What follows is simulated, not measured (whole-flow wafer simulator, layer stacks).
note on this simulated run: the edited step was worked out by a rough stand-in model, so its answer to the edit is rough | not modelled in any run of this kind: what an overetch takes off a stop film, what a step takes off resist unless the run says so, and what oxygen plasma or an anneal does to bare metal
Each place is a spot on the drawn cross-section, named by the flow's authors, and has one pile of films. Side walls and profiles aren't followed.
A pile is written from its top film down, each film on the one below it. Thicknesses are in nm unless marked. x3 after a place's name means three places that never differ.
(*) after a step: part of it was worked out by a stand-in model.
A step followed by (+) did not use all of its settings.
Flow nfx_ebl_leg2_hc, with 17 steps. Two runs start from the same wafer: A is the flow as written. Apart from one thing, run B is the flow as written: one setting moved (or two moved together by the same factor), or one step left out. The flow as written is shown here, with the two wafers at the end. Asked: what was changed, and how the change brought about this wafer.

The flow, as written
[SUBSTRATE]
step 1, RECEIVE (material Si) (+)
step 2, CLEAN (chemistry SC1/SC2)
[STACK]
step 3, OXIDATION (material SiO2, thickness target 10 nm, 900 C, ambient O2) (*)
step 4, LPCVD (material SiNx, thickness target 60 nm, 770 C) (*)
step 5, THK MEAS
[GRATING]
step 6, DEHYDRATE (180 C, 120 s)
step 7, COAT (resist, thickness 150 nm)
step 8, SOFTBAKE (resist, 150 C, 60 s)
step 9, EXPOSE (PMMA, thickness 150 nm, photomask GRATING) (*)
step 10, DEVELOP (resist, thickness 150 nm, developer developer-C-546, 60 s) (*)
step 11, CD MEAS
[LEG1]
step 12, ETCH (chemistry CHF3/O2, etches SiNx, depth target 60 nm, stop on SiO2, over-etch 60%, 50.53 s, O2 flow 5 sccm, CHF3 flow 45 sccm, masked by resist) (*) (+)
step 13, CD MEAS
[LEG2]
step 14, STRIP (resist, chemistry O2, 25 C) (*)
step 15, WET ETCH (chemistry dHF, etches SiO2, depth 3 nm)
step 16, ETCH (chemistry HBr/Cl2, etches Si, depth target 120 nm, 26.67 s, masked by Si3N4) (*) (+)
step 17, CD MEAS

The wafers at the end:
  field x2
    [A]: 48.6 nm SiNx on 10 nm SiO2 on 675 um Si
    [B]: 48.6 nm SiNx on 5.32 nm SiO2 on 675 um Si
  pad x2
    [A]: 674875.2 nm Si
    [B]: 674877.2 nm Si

Cause: step 3, OXIDATION: 832 C was run, though the flow has 900 C.

Step by step, how the change led to this:
  step 3, OXIDATION (material SiO2, thickness target 10 nm, 900 C, ambient O2) (*)
      field x2, pad x2: A SiO2 gains 10 (new film), chemical SiO2 loses 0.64 (all of it), Si loses 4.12 | B SiO2 gains 5.32 (new film), chemical SiO2 loses 0.64 (all of it), Si loses 2.06
  step 12, ETCH (chemistry CHF3/O2, etches SiNx, depth target 60 nm, stop on SiO2, over-etch 60%, 50.53 s, O2 flow 5 sccm, CHF3 flow 45 sccm, masked by resist) (*) (+)
      pad x2: A SiNx loses 60 (all of it), SiO2 loses 10 (all of it) | B SiNx loses 60 (all of it), SiO2 loses 5.32 (all of it)
